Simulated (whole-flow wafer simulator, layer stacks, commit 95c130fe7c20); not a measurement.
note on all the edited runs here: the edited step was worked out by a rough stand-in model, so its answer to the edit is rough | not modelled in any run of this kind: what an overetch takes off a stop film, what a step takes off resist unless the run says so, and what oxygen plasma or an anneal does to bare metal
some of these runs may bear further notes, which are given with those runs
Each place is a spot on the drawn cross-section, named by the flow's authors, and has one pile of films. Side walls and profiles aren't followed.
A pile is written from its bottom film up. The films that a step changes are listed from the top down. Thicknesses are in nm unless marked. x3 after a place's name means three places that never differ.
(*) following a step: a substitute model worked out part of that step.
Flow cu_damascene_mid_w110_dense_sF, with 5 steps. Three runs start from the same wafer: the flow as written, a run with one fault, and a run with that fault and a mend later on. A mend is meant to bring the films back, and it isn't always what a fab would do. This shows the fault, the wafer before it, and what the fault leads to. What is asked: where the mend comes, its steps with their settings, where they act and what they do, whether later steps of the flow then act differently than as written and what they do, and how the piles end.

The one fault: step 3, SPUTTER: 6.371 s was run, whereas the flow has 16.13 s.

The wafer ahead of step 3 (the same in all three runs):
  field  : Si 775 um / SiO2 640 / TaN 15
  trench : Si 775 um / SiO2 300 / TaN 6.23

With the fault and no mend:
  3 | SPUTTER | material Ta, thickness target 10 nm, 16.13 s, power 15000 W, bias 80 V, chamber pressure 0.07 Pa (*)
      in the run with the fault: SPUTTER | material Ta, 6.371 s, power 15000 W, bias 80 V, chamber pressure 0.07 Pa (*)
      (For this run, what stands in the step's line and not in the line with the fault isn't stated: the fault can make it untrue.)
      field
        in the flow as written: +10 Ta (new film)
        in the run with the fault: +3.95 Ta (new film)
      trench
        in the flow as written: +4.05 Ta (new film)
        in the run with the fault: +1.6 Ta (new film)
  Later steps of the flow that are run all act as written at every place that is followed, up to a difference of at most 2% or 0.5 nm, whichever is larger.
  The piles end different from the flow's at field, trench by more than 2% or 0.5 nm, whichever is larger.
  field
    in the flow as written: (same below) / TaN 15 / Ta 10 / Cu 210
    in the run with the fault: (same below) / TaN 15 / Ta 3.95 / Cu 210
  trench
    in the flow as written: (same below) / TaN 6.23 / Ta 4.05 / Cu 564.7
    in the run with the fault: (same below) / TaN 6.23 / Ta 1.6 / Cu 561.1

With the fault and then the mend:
  The mend stands after step 3.
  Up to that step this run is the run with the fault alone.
  3a | SPUTTER | material Ta, 9.759 s, power 15000 W, bias 80 V, chamber pressure 0.07 Pa (*) (the flow's step 3, run once more with other settings)
      field
        +6.05 Ta
      trench
        +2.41 Ta
  Later steps of the flow that are run all act as written at every place that is followed, up to a difference of at most 2% or 0.5 nm, whichever is larger.
  The piles end only slightly different from the flow's at the places that both follow, by no more than 2% or 0.5 nm, whichever is larger.
